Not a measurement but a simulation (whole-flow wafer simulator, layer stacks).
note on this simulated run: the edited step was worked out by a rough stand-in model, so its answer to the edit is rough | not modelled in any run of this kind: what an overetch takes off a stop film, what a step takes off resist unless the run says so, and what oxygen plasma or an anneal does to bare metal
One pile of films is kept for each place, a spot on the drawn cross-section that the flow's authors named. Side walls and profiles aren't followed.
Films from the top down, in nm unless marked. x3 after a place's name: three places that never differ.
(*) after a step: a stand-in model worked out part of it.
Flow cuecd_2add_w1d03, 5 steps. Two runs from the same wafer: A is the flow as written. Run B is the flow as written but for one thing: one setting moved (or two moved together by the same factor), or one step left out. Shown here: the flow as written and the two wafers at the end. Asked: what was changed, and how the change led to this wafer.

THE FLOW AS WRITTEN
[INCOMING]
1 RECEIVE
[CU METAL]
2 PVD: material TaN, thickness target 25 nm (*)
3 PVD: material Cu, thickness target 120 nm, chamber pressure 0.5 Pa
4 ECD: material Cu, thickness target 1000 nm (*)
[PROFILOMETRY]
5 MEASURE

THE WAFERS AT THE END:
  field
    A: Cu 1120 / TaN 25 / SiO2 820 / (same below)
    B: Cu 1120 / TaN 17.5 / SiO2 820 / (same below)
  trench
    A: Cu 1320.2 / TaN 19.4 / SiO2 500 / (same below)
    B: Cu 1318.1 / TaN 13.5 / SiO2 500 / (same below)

The cause: step 2, PVD: thickness target 17.5 nm was run, where the flow has thickness target 25 nm.
It can be read off the wafer: field has TaN 17.5, and step 2 as written asks for 25 nm.

How the change led to this, step by step:
  2 PVD: material TaN, thickness target 25 nm (*)
      field: A TaN +25 (new film) | B TaN +17.5 (new film)
      trench: A TaN +19.4 (new film) | B TaN +13.5 (new film)
